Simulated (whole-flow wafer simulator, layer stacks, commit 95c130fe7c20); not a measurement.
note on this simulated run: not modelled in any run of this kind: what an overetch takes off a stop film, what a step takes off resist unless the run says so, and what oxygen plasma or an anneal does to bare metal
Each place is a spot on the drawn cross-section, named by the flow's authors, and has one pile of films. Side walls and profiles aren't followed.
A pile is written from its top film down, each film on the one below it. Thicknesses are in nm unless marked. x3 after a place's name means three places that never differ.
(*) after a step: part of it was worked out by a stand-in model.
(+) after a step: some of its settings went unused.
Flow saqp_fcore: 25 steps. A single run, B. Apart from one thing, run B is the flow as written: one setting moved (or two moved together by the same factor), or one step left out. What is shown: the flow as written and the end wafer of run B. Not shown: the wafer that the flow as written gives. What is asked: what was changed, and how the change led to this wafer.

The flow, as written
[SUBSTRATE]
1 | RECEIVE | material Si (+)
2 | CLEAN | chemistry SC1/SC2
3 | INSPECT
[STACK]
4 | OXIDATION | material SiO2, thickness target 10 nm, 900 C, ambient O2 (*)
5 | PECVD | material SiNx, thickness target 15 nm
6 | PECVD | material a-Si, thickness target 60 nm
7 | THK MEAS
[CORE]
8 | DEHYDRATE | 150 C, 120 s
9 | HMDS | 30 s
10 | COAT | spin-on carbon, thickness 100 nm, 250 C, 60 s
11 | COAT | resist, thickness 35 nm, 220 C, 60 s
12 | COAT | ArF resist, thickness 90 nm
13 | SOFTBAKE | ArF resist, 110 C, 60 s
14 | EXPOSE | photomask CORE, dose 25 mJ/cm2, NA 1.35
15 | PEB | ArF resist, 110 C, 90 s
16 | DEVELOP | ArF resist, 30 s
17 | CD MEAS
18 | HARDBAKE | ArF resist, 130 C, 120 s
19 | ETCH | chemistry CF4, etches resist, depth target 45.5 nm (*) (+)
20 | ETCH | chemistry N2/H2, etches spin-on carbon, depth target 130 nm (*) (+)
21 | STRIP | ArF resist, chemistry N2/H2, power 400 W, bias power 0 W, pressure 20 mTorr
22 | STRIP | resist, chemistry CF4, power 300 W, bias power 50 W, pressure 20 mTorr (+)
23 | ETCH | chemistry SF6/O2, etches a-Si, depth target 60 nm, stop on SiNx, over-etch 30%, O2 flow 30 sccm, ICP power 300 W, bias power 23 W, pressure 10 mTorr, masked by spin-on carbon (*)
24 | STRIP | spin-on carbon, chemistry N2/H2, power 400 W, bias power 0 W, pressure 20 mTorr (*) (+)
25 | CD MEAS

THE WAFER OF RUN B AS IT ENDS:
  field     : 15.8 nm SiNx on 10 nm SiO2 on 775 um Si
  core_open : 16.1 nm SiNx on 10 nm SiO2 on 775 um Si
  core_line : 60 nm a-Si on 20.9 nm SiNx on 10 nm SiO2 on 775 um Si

What caused this: step 5, PECVD: thickness target 20.9 nm was run, while the flow as written has thickness target 15 nm.
One can read it off the wafer: core_line has SiNx 20.9, and step 5 as written asks for 15 nm.

The path from the change to this, step by step:
  5 | PECVD | material SiNx, thickness target 15 nm
      field, core_open, core_line: +20.9 SiNx (new film) (in the flow as written it would be: +15 SiNx (new film))
